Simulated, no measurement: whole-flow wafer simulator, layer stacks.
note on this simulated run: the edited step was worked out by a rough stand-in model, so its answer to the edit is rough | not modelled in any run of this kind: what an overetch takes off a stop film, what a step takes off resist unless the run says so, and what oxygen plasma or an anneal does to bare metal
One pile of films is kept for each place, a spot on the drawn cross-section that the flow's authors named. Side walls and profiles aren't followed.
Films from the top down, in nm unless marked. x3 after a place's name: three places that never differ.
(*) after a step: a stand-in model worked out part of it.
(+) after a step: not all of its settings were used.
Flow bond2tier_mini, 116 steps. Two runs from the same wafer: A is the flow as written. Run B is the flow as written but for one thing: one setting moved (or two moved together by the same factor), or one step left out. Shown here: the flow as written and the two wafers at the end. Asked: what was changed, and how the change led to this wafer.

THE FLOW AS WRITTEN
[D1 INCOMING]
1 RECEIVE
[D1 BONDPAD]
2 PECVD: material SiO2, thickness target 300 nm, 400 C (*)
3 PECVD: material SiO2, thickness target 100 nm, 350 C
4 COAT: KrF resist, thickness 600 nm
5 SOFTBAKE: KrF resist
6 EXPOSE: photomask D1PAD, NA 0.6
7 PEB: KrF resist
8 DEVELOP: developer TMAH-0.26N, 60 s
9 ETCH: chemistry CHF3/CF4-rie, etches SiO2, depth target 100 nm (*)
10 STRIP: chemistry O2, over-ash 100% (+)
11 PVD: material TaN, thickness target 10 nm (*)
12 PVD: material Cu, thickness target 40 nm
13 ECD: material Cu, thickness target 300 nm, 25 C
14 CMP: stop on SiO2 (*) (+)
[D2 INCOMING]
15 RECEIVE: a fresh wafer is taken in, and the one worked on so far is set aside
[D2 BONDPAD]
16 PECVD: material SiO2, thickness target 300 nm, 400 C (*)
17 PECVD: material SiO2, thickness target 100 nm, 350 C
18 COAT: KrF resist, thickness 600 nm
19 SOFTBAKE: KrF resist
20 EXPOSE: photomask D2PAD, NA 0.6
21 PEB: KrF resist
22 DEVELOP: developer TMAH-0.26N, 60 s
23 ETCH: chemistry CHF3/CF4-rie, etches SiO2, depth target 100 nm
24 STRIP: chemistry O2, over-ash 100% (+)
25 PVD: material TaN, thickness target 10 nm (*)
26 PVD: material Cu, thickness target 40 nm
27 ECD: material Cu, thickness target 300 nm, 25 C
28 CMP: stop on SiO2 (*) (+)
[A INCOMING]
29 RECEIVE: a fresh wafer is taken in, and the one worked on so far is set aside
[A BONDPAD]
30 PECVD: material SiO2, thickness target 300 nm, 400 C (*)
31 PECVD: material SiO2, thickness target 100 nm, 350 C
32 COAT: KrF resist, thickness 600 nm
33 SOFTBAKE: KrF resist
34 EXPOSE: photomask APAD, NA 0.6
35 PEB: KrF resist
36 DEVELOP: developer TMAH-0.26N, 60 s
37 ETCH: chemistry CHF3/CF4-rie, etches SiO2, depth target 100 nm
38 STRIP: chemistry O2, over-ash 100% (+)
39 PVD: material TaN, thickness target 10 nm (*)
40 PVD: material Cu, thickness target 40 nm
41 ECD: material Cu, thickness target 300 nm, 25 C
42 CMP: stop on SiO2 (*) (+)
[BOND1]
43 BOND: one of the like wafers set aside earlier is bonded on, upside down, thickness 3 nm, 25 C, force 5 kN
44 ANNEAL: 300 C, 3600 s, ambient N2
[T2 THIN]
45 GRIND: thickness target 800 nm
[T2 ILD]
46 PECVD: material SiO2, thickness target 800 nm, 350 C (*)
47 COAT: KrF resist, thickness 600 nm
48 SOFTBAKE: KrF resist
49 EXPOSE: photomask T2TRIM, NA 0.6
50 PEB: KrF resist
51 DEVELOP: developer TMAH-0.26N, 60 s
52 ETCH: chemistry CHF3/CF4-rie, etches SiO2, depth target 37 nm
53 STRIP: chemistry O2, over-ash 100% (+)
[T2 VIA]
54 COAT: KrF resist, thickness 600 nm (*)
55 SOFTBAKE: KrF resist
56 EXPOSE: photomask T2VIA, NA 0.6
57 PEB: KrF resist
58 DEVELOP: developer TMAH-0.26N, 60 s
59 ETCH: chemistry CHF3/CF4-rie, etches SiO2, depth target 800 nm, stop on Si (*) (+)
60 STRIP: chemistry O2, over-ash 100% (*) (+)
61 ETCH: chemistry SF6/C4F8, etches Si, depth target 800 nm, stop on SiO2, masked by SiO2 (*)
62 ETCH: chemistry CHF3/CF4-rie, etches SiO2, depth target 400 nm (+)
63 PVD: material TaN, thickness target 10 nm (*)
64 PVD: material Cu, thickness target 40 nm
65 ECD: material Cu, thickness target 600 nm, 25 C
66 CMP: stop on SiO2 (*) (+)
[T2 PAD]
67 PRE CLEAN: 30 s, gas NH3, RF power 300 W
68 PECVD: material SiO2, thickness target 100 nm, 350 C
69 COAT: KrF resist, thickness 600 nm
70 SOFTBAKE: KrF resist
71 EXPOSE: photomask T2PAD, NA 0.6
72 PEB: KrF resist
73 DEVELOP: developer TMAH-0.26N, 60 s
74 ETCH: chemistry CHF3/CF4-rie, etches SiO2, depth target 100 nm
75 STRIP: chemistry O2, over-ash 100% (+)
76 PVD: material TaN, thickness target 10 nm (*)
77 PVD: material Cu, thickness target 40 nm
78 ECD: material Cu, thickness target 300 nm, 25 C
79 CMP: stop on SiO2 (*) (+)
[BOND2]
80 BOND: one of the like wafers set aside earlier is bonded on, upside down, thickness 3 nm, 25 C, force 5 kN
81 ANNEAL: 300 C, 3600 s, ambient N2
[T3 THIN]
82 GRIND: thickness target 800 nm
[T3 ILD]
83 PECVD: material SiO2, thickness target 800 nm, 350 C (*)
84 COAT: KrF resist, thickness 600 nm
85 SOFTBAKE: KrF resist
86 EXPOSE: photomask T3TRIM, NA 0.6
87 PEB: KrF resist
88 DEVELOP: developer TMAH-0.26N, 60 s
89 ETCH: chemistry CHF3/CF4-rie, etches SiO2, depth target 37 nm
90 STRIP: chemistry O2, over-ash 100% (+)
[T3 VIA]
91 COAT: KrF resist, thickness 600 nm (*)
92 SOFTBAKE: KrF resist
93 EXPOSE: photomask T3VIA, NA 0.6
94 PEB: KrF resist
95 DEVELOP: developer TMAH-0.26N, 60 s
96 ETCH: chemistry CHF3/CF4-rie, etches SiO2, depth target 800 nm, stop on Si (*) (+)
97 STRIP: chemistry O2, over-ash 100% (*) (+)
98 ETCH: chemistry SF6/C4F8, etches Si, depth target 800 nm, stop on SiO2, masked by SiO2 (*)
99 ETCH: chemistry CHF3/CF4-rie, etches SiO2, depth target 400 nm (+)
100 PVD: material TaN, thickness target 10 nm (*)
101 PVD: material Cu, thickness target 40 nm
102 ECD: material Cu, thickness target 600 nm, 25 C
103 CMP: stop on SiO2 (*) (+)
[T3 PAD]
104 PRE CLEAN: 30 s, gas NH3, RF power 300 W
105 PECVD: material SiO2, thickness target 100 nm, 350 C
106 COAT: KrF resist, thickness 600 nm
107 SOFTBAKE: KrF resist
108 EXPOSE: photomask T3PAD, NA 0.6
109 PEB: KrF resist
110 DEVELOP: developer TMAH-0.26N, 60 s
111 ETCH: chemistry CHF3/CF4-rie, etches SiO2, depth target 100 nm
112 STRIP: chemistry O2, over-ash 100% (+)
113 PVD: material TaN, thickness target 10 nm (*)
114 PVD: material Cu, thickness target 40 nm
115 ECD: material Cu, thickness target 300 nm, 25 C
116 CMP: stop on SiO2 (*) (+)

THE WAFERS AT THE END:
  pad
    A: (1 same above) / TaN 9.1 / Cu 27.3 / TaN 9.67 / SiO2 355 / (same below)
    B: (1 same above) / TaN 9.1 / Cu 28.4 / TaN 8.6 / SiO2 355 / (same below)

The cause: step 100, PVD: thickness target 8.9 nm was run, where the flow has thickness target 10 nm.

How the change led to this, step by step:
  100 PVD: material TaN, thickness target 10 nm (*)
      field: A TaN +10 (new film) | B TaN +8.9 (new film)
      pad: A TaN +9.67 (new film) | B TaN +8.6 (new film)
  103 CMP: stop on SiO2 (*) (+)
      field: A Cu -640 (all of it), TaN -10 (all of it) | B Cu -640 (all of it), TaN -8.9 (all of it)
